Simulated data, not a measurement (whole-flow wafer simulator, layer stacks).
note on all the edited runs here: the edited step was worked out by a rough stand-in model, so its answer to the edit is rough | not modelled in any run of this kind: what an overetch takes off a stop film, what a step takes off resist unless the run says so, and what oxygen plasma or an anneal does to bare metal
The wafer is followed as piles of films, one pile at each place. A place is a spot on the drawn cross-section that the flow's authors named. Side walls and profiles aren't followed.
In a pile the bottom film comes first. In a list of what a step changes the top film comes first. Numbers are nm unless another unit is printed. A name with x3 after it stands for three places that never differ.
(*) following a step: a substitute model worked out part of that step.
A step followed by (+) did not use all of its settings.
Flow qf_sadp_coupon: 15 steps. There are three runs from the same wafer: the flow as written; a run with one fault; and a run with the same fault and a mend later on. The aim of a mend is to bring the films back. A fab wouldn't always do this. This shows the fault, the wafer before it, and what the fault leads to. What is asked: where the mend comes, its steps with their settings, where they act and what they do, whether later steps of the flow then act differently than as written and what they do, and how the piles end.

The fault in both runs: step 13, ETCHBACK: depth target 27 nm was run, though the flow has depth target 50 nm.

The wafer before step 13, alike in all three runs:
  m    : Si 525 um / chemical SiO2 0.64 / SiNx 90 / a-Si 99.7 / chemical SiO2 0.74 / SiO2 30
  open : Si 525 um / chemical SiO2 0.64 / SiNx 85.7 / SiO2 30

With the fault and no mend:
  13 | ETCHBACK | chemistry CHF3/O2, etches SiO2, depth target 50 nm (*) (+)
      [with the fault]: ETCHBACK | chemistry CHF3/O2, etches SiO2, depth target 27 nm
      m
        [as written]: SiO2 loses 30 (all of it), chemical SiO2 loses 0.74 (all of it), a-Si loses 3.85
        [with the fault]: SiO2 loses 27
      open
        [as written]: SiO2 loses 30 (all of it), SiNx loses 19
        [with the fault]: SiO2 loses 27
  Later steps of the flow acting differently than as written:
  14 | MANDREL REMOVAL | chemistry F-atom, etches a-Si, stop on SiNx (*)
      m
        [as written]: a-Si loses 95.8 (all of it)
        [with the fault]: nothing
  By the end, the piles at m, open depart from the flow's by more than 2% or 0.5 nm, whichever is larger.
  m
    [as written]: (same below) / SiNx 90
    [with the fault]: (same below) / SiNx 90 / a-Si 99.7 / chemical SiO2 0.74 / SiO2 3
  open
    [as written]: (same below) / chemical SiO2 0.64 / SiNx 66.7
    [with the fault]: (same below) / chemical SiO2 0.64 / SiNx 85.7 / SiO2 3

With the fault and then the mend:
  The mend follows step 13.
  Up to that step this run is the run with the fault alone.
  13a | ETCHBACK | chemistry CHF3/O2, etches SiO2, depth target 23 nm (*) (+) (the flow's step 13, run once more with other settings)
      m
        SiO2 loses 3 (all of it), chemical SiO2 loses 0.74 (all of it), a-Si loses 3.85
      open
        SiO2 loses 3 (all of it), SiNx loses 19
  None of the later steps of the flow acts differently than as written at any place that is followed.
  The piles end the same as the flow's at every place that both follow.
